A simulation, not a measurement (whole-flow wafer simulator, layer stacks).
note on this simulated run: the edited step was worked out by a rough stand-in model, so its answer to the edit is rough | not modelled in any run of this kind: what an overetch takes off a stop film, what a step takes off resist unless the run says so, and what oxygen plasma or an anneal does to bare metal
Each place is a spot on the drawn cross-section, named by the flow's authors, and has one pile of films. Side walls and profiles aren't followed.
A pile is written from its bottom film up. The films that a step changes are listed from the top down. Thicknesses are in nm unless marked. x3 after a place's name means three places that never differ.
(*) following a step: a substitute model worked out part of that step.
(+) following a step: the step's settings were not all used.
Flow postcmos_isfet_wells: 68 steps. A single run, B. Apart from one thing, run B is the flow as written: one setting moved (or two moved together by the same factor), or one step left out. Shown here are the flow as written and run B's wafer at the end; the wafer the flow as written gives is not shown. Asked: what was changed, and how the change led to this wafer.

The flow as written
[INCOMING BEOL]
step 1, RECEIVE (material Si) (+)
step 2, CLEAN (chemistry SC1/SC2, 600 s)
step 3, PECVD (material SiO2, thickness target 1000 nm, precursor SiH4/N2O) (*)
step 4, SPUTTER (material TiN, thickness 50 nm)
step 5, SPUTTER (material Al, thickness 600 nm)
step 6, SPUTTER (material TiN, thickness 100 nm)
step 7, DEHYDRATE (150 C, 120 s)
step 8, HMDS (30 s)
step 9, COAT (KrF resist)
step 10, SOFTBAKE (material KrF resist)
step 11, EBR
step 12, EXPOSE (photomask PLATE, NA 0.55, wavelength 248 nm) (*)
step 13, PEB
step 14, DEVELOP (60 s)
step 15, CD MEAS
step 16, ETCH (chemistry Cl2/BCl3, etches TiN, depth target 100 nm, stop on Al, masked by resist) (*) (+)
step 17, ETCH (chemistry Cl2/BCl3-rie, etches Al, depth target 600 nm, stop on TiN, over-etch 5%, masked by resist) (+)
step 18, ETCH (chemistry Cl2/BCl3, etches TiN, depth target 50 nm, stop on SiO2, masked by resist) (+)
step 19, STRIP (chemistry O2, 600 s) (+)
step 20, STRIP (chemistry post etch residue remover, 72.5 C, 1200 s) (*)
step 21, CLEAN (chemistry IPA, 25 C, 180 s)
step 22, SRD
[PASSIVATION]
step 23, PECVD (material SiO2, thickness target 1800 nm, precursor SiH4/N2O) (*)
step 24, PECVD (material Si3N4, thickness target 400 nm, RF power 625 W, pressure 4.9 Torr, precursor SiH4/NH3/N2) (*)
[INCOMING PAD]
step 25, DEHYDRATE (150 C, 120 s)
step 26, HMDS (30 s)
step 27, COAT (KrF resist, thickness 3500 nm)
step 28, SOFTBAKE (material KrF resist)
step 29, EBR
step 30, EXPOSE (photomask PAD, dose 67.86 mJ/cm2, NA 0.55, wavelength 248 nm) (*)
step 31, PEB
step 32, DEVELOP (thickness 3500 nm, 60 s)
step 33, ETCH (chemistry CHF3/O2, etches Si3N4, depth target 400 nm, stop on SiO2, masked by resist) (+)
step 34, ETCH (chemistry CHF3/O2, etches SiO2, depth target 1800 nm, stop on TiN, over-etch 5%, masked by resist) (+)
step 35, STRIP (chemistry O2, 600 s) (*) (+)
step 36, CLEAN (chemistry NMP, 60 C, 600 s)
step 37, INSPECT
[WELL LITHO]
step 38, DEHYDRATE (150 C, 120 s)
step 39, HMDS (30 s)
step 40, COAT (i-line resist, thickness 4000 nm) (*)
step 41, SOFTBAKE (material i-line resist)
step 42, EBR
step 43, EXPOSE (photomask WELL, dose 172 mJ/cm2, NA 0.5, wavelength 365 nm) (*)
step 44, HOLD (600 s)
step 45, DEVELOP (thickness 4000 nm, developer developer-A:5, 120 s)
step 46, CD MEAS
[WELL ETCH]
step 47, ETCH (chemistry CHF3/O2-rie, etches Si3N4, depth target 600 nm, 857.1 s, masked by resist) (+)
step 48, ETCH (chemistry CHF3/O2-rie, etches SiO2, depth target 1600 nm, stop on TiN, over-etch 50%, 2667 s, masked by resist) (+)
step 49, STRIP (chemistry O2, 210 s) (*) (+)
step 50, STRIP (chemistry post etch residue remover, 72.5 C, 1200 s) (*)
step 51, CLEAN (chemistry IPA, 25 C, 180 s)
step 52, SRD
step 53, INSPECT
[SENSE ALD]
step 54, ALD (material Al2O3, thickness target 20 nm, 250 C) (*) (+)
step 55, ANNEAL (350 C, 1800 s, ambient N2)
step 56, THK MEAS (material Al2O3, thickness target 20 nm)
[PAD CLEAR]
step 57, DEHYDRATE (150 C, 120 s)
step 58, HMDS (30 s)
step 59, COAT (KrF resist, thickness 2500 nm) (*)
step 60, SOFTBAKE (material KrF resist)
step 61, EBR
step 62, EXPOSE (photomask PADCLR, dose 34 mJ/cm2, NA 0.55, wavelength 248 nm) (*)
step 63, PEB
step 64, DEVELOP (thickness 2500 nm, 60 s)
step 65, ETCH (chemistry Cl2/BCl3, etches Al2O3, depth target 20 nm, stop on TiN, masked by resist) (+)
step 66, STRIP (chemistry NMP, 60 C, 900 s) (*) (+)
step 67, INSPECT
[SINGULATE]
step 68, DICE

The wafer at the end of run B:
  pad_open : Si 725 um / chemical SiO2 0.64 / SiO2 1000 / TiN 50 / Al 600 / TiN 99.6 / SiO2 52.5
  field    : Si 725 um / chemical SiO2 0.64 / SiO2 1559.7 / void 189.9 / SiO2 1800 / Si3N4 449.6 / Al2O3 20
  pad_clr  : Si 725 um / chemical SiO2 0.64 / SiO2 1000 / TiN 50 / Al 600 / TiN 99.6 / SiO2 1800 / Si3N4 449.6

The reason: step 24, PECVD: thickness target 450 nm was run, whereas the flow has thickness target 400 nm.

The path from the change to this, step by step:
  step 24, PECVD (material Si3N4, thickness target 400 nm, RF power 625 W, pressure 4.9 Torr, precursor SiH4/NH3/N2) (*)
      field, margin, well900, well1300 x3, pad_rim, pad_clr, pad_open: Si3N4 gains 450 (new film) (in the flow as written it would be: Si3N4 gains 400 (new film))
  step 33, ETCH (chemistry CHF3/O2, etches Si3N4, depth target 400 nm, stop on SiO2, masked by resist) (+)
      pad_open: Si3N4 loses 400 (in the flow as written it would be: Si3N4 loses 400 (all of it))
  step 34, ETCH (chemistry CHF3/O2, etches SiO2, depth target 1800 nm, stop on TiN, over-etch 5%, masked by resist) (+)
      pad_open: Si3N4 loses 50 (all of it), SiO2 loses 1747.5 (in the flow as written it would be: SiO2 loses 1800 (all of it))
  step 47, ETCH (chemistry CHF3/O2-rie, etches Si3N4, depth target 600 nm, 857.1 s, masked by resist) (+)
      well900, well1300 x3: Si3N4 loses 450 (all of it), SiO2 loses 150 (in the flow as written it would be: Si3N4 loses 400 (all of it), SiO2 loses 200)
  step 48, ETCH (chemistry CHF3/O2-rie, etches SiO2, depth target 1600 nm, stop on TiN, over-etch 50%, 2667 s, masked by resist) (+)
      well900, well1300 x3: SiO2 loses 1650 (all of it) (in the flow as written it would be: SiO2 loses 1600 (all of it))
